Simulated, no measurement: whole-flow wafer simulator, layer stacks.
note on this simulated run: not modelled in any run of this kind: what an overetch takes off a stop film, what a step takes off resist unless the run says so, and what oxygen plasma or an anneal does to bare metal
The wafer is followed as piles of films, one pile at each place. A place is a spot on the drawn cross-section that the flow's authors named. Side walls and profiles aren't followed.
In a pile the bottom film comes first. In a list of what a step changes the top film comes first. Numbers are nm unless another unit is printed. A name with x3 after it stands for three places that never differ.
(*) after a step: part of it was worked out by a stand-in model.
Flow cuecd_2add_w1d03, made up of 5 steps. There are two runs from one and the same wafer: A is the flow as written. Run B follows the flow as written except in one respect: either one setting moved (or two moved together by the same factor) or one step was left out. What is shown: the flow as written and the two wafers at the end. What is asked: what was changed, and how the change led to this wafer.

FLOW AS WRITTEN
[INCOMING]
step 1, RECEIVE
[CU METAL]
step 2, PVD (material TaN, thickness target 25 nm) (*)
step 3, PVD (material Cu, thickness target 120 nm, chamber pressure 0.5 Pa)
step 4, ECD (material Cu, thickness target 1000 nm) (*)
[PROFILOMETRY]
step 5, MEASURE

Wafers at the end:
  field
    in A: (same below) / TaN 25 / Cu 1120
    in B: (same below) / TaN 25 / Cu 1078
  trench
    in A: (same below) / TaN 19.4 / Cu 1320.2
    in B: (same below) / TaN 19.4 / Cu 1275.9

What caused this: step 3, PVD: thickness target 78 nm was run, though the flow has thickness target 120 nm.

How this came from the change, step by step:
  step 3, PVD (material Cu, thickness target 120 nm, chamber pressure 0.5 Pa)
      field: A +120 Cu (new film) | B +78 Cu (new film)
      trench: A +93.4 Cu (new film) | B +60.8 Cu (new film)
